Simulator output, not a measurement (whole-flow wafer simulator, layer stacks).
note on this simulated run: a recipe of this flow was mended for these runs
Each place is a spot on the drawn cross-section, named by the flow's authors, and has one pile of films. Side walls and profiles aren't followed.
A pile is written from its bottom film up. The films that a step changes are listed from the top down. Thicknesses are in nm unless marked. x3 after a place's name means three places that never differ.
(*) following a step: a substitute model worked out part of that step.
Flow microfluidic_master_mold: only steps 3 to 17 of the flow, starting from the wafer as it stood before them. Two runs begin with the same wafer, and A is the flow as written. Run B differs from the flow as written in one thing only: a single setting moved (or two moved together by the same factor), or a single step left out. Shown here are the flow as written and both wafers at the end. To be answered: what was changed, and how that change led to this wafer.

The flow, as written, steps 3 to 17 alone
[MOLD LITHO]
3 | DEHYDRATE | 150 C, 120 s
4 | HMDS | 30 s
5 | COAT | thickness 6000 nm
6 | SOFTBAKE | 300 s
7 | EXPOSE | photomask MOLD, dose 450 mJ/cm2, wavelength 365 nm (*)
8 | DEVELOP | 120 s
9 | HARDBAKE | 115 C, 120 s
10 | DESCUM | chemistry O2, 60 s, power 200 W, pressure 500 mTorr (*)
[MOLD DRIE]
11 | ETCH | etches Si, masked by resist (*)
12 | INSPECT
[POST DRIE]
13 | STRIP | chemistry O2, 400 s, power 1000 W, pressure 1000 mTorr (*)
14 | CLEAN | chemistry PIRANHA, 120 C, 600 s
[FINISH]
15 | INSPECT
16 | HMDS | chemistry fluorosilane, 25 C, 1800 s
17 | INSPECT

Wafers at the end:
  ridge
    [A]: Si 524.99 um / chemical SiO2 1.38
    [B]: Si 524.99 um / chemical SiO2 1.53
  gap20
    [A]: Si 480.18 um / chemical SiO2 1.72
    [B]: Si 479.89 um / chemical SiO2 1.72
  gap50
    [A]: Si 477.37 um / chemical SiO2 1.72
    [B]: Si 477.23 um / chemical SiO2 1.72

What caused this: step 5, COAT: thickness 4076 nm was run, though the flow has thickness 6000 nm.

The path from the change to this, step by step:
  5 | COAT | thickness 6000 nm
      ridge, gap20, gap50, gap200 x2: A +6000 thick-i-line-resist (new film) | B +4076 thick-i-line-resist (new film)
  8 | DEVELOP | 120 s
      gap20, gap50, gap200 x2: A -6000 thick-i-line-resist (all of it) | B -4076 thick-i-line-resist (all of it)
  9 | HARDBAKE | 115 C, 120 s
      ridge: A -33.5 thick-i-line-resist | B -19.3 thick-i-line-resist
  11 | ETCH | etches Si, masked by resist (*)
      gap20: A -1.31 chemical SiO2 (all of it), -44.81 um Si | B -1.31 chemical SiO2 (all of it), -45.1 um Si
      gap50: A -1.31 chemical SiO2 (all of it), -47.62 um Si | B -1.31 chemical SiO2 (all of it), -47.76 um Si
  13 | STRIP | chemistry O2, 400 s, power 1000 W, pressure 1000 mTorr (*)
      ridge: A -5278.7 thick-i-line-resist (all of it), +0.78 chemical SiO2, -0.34 Si | B -3368.9 thick-i-line-resist (all of it), +0.93 chemical SiO2, -0.41 Si
